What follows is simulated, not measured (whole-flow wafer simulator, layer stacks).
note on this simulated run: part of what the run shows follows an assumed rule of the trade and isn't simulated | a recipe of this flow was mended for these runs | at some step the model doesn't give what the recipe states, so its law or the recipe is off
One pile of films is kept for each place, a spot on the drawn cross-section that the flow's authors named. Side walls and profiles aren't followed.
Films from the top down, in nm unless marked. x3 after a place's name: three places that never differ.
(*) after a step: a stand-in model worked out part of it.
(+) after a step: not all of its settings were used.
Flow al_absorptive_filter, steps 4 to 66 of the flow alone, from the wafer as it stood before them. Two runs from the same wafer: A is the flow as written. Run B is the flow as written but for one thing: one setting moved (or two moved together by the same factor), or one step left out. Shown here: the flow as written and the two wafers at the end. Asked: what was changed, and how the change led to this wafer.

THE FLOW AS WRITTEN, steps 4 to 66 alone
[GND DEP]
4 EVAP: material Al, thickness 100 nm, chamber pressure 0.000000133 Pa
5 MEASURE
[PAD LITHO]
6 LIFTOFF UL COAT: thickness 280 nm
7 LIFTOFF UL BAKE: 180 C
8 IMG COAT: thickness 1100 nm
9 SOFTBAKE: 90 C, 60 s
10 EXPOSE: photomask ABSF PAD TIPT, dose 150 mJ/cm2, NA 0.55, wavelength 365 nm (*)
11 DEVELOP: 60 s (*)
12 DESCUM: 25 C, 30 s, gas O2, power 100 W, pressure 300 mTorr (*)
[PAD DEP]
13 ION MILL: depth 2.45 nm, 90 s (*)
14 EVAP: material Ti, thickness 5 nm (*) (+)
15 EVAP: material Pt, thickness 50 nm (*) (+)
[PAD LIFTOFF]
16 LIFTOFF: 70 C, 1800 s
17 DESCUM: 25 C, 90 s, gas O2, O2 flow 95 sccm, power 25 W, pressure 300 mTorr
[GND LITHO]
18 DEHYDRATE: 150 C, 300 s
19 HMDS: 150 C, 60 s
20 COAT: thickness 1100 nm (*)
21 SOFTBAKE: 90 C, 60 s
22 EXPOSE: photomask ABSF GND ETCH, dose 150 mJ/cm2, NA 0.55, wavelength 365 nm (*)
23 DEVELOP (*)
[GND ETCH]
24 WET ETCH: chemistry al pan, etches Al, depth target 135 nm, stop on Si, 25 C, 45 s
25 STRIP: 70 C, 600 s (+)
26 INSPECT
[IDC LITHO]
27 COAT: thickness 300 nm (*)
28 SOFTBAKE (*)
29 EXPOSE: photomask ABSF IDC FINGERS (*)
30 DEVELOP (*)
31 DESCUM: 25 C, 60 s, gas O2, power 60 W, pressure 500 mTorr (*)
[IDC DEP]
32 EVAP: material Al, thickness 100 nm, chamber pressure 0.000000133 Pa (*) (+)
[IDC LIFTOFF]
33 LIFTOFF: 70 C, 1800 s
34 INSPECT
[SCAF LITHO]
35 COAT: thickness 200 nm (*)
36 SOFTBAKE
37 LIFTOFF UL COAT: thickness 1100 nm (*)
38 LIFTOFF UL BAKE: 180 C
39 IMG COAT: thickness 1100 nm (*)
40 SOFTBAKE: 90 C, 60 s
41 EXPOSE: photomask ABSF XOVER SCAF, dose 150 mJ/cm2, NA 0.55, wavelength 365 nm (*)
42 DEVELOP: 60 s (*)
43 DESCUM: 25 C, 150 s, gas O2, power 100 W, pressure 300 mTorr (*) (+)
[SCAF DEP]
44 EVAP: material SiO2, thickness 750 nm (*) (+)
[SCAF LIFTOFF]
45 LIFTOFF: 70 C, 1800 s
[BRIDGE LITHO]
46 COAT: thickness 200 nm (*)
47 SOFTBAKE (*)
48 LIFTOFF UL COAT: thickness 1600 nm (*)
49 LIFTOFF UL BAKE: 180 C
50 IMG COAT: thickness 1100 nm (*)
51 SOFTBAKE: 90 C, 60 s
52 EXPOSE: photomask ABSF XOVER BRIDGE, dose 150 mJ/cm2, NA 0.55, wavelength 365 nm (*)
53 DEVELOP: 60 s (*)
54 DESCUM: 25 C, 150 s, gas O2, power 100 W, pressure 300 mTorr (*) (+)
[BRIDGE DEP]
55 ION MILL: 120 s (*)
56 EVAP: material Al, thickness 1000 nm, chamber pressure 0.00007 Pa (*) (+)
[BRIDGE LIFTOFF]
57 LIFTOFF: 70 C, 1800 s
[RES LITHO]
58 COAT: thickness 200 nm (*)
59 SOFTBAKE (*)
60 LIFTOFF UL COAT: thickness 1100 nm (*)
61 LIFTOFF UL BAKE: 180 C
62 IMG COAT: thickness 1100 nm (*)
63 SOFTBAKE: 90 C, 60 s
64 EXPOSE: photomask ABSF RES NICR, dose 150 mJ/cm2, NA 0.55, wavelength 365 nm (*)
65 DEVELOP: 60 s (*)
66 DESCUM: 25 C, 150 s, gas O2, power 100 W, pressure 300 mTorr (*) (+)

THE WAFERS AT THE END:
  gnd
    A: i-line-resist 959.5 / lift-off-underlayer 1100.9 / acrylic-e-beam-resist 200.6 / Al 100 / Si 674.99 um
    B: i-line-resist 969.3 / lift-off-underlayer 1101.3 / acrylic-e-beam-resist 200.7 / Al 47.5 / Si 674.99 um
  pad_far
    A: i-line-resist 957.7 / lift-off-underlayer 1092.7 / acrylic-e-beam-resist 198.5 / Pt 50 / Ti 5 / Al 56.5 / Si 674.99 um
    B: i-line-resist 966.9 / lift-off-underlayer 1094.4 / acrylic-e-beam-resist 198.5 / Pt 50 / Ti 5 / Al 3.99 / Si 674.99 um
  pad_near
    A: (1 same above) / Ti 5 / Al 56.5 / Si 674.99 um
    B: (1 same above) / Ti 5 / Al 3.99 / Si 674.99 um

The cause: step 4, EVAP: thickness 47.5 nm was run, where the flow has thickness 100 nm.
It can be read off the wafer: gnd has Al 47.5, and step 4 as written asks for 100 nm.

How the change led to this, step by step:
  4 EVAP: material Al, thickness 100 nm, chamber pressure 0.000000133 Pa
      gnd, pad_far, pad_near and 11 more: A Al +100 (new film) | B Al +47.5 (new film)
  24 WET ETCH: chemistry al pan, etches Al, depth target 135 nm, stop on Si, 25 C, 45 s
      res, xl_gap, idc_field, idc_line, idc_space: A Al -86.7 (all of it) | B Al -34.2 (all of it)
  27 COAT: thickness 300 nm (*)
      ledge: A e-beam-resist +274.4 (new film) | B e-beam-resist +289.8 (new film)
      res: A e-beam-resist +349.6 (new film) | B e-beam-resist +324.6 (new film)
      (and at 2 more places)
  33 LIFTOFF: 70 C, 1800 s
      ledge: A Al -100 (all of it), e-beam-resist -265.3 (all of it) | B Al -100 (all of it), e-beam-resist -280.8 (all of it)
      res: A Al -100 (all of it), e-beam-resist -340.6 (all of it) | B Al -100 (all of it), e-beam-resist -315.5 (all of it)
      (and at 2 more places)
  35 COAT: thickness 200 nm (*)
      ledge: A acrylic-e-beam-resist +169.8 (new film) | B acrylic-e-beam-resist +187.5 (new film)
      res: A acrylic-e-beam-resist +231.4 (new film) | B acrylic-e-beam-resist +216.1 (new film)
      (and at 2 more places)
  37 LIFTOFF UL COAT: thickness 1100 nm (*)
      res: A lift-off-underlayer +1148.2 (new film) | B lift-off-underlayer +1123.3 (new film)
  43 DESCUM: 25 C, 150 s, gas O2, power 100 W, pressure 300 mTorr (*) (+)
      gnd, pad_far, pad_near and 7 more: A i-line-resist -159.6 | B i-line-resist -139
      xl_gap: A acrylic-e-beam-resist -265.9 (all of it) | B acrylic-e-beam-resist -231.7 (all of it)
      (and at 1 more place)
  45 LIFTOFF: 70 C, 1800 s
      gnd, xa_field, xl_land, idc_field: A SiO2 -750 (all of it), i-line-resist -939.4 (all of it), lift-off-underlayer -1100 (all of it), acrylic-e-beam-resist -200 (all of it) | B SiO2 -750 (all of it), i-line-resist -959.9 (all of it), lift-off-underlayer -1100 (all of it), acrylic-e-beam-resist -200 (all of it)
      pad_far: A SiO2 -750 (all of it), i-line-resist -937 (all of it), lift-off-underlayer -1092.7 (all of it), acrylic-e-beam-resist -198.5 (all of it) | B SiO2 -750 (all of it), i-line-resist -957.5 (all of it), lift-off-underlayer -1094.4 (all of it), acrylic-e-beam-resist -198.5 (all of it)
      (and at 4 more places)
  46 COAT: thickness 200 nm (*)
      ledge: A acrylic-e-beam-resist +169.8 (new film) | B acrylic-e-beam-resist +187.5 (new film)
      res: A acrylic-e-beam-resist +231.4 (new film) | B acrylic-e-beam-resist +216.1 (new film)
      (and at 2 more places)
  48 LIFTOFF UL COAT: thickness 1600 nm (*)
      xl_gap: A lift-off-underlayer +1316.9 (new film) | B lift-off-underlayer +1289.1 (new film)
  53 DEVELOP: 60 s (*)
      xl_gap: A i-line-resist -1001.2 (all of it), lift-off-underlayer -1316.9 (all of it) | B i-line-resist -997.4 (all of it), lift-off-underlayer -1289.1 (all of it)
  54 DESCUM: 25 C, 150 s, gas O2, power 100 W, pressure 300 mTorr (*) (+)
      xl_gap: A acrylic-e-beam-resist -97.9 (all of it) | B acrylic-e-beam-resist -82.3 (all of it)
      xl_turn: A acrylic-e-beam-resist -141.8 (all of it) | B acrylic-e-beam-resist -150.6 (all of it)
  57 LIFTOFF: 70 C, 1800 s
      ledge: A Al -1000 (all of it), i-line-resist -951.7 (all of it), lift-off-underlayer -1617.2 (all of it), acrylic-e-beam-resist -169.8 (all of it) | B Al -1000 (all of it), i-line-resist -945.9 (all of it), lift-off-underlayer -1608.5 (all of it), acrylic-e-beam-resist -187.5 (all of it)
      res: A Al -1000 (all of it), i-line-resist -954.3 (all of it), lift-off-underlayer -1653.2 (all of it), acrylic-e-beam-resist -231.4 (all of it) | B Al -1000 (all of it), i-line-resist -947.5 (all of it), lift-off-underlayer -1625.8 (all of it), acrylic-e-beam-resist -216.1 (all of it)
  58 COAT: thickness 200 nm (*)
      ledge: A acrylic-e-beam-resist +169.8 (new film) | B acrylic-e-beam-resist +187.5 (new film)
      res: A acrylic-e-beam-resist +231.4 (new film) | B acrylic-e-beam-resist +216.1 (new film)
      (and at 2 more places)
  60 LIFTOFF UL COAT: thickness 1100 nm (*)
      res: A lift-off-underlayer +1148.2 (new film) | B lift-off-underlayer +1123.3 (new film)
      xl_gap: A lift-off-underlayer +831.4 (new film) | B lift-off-underlayer +801 (new film)
  65 DEVELOP: 60 s (*)
      res: A i-line-resist -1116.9 (all of it), lift-off-underlayer -1148.2 (all of it) | B i-line-resist -1108 (all of it), lift-off-underlayer -1123.3 (all of it)
  66 DESCUM: 25 C, 150 s, gas O2, power 100 W, pressure 300 mTorr (*) (+)
      gnd, pad_far, xa_field and 8 more: A i-line-resist -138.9 | B i-line-resist -129.6
      ledge: A acrylic-e-beam-resist -169.8 (all of it) | B acrylic-e-beam-resist -187.5 (all of it)
      (and at 1 more place)
